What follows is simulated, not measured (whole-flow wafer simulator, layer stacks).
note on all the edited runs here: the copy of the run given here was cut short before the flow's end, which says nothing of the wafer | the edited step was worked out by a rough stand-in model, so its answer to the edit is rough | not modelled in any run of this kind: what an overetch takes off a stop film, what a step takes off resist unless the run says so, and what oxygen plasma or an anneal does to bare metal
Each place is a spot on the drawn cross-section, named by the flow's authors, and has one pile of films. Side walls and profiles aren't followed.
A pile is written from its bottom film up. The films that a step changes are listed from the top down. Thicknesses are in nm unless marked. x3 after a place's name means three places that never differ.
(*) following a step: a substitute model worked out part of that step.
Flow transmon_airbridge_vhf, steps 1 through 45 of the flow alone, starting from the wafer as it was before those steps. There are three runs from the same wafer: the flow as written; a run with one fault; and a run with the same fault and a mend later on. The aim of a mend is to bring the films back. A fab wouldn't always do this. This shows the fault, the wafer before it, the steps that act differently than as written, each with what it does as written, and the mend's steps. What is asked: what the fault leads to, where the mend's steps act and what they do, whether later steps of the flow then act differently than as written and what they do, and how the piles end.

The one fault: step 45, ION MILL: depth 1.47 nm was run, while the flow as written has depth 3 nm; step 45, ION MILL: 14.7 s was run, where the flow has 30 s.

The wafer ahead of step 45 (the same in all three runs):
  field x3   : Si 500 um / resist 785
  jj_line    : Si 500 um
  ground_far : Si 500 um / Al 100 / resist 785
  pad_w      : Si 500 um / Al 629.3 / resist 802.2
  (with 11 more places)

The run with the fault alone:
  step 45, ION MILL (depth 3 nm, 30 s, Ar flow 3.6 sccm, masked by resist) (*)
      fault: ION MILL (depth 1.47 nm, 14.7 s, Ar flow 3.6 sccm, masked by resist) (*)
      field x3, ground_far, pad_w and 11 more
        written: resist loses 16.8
        fault: resist loses 8.23
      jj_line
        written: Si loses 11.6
        fault: Si loses 5.7
  Every later step of the flow that is run acts as written at every place that is followed.
  At the end the piles are close to the flow's at the places that both follow, differing by at most 2% or 0.5 nm, whichever is larger.

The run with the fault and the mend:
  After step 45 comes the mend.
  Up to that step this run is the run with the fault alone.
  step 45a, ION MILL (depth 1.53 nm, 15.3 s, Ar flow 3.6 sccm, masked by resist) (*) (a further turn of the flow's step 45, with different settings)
      field x3, ground_far, pad_w and 11 more
        resist loses 8.56
      jj_line
        Si loses 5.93
  Every later step of the flow that is run acts as written at every place that is followed.
  The piles end the same as the flow's at every place that both follow.
